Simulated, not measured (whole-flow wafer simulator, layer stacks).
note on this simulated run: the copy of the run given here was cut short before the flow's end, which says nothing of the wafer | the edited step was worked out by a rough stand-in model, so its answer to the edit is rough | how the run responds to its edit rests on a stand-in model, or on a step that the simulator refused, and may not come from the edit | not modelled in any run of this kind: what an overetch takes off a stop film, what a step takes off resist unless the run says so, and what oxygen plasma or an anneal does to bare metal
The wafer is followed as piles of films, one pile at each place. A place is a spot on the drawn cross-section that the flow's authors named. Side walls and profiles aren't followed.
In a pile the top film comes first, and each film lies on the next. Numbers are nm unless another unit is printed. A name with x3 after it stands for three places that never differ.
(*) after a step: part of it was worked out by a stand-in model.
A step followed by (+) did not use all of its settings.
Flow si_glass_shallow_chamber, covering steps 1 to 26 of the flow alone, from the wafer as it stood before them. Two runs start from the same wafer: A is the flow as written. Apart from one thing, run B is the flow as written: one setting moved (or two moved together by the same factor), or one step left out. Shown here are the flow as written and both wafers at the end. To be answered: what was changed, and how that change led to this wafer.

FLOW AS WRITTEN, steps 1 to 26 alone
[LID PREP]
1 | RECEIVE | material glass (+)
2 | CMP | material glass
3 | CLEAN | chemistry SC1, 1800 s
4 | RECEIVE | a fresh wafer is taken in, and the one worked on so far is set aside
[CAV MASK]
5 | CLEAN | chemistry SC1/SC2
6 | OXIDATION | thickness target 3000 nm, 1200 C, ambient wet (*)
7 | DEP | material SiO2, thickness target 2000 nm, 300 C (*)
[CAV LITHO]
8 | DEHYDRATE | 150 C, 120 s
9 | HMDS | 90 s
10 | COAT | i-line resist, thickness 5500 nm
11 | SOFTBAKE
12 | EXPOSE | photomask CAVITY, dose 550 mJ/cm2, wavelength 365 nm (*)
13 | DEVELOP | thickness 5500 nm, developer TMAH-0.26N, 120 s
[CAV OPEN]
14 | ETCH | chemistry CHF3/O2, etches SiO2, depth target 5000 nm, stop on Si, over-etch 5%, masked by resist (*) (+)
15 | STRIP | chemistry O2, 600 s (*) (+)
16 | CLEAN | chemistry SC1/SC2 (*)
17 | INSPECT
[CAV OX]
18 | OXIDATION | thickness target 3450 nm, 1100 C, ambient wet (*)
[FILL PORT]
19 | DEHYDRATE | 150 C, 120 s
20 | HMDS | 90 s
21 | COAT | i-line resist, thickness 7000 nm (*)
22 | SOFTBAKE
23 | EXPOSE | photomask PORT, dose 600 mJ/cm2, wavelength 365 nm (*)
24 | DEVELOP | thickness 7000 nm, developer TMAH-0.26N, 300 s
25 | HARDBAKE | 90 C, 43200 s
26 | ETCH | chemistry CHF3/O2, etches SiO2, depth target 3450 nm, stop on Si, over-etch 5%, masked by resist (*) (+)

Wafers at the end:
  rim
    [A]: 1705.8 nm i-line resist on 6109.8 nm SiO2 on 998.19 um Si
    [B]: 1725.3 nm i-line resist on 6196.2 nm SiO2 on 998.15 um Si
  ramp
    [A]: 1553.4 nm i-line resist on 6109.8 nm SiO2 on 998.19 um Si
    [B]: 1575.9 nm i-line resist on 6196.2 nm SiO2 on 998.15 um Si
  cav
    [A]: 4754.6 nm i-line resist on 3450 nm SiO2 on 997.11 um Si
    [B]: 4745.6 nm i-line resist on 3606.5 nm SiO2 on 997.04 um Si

What caused this: step 18, OXIDATION: 1117 C was run, though the flow has 1100 C.

Step by step, how the change led to this:
  18 | OXIDATION | thickness target 3450 nm, 1100 C, ambient wet (*)
      rim, ramp, septum, ring: A +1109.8 SiO2, -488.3 Si | B +1196.2 SiO2, -526.3 Si
      cav, port: A +3450 SiO2 (new film), -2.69 chemical SiO2 (all of it), -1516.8 Si | B +3606.5 SiO2 (new film), -2.69 chemical SiO2 (all of it), -1585.7 Si
  26 | ETCH | chemistry CHF3/O2, etches SiO2, depth target 3450 nm, stop on Si, over-etch 5%, masked by resist (*) (+)
      port: A -3450 SiO2 (all of it), -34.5 Si | B -3606.5 SiO2 (all of it), -3.2 Si
